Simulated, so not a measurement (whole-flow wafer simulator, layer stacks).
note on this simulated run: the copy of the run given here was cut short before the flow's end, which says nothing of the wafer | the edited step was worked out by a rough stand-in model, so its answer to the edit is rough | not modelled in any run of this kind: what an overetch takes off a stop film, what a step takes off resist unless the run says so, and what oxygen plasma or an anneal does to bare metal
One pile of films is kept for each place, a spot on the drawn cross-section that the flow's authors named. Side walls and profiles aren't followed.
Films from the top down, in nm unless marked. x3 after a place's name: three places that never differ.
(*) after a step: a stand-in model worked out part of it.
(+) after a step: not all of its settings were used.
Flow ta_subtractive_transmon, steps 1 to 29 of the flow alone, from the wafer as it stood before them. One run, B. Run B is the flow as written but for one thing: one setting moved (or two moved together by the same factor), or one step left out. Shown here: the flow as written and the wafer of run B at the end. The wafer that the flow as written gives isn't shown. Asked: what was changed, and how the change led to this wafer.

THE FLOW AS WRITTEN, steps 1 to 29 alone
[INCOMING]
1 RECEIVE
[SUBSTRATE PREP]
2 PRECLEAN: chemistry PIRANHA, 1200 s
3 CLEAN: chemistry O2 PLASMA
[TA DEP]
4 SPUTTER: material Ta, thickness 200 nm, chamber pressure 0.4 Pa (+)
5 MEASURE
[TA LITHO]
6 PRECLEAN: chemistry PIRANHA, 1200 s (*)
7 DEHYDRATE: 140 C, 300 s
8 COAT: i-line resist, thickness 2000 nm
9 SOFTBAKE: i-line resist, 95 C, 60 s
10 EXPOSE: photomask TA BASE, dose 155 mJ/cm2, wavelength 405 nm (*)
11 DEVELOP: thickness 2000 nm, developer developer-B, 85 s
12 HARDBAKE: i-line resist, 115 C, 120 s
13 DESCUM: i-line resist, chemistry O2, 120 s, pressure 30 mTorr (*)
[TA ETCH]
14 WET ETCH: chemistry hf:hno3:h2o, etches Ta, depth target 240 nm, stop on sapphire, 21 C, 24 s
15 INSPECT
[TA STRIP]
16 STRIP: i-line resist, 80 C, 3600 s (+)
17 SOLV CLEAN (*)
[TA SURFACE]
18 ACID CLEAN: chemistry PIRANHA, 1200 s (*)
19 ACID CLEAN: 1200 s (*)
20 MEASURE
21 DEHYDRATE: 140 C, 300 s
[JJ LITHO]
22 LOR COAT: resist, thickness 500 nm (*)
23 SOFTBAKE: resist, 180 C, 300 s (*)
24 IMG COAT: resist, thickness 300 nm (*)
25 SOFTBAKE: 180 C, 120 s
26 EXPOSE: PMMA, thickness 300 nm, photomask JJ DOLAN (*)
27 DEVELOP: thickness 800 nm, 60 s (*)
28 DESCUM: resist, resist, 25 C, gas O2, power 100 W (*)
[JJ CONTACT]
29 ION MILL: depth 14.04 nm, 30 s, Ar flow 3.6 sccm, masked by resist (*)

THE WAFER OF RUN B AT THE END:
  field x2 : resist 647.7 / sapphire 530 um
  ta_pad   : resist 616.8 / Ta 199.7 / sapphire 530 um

The cause: step 24, IMG COAT: thickness 180 nm was run, where the flow has thickness 300 nm.

How the change led to this, step by step:
  24 IMG COAT: resist, thickness 300 nm (*)
      field x2, jj_line: resist +180 (as written it would be: resist +300)
      lead: resist +189.1 (as written it would be: resist +312.6)
      (and at 2 more places)
  27 DEVELOP: thickness 800 nm, 60 s (*)
      jj_line: resist -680 (all of it) (as written it would be: resist -800 (all of it))
      lead: resist -743.9 (all of it) (as written it would be: resist -867.4 (all of it))
      (and at 1 more place)
